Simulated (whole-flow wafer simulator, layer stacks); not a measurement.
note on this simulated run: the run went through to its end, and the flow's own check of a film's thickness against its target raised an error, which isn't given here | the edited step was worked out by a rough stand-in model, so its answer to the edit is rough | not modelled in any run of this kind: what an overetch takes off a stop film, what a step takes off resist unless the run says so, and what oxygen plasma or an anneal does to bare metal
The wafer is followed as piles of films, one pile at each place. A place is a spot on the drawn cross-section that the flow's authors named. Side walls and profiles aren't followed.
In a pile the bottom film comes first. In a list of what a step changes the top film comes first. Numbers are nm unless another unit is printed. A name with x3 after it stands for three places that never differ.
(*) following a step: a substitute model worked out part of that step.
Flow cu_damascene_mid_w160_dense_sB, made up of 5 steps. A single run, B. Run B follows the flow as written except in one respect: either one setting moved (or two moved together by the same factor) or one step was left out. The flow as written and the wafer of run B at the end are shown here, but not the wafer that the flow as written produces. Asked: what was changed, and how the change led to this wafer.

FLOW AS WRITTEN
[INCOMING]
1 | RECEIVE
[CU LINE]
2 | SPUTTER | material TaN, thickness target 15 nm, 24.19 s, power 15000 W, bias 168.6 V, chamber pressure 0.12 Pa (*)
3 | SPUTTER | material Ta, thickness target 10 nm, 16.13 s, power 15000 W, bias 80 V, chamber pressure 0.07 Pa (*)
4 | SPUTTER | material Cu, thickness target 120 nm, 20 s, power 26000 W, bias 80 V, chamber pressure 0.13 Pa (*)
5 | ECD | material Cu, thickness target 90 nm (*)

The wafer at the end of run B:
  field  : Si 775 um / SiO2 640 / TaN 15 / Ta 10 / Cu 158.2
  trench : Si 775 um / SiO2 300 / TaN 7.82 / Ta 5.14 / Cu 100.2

What caused this: step 5, ECD: thickness target 38.2 nm was run, though the flow has thickness target 90 nm.

How this came from the change, step by step:
  5 | ECD | material Cu, thickness target 90 nm (*)
      field: +38.2 Cu (it would be, as written: +90 Cu)
      trench: +38.2 Cu (it would be, as written: +500 Cu)
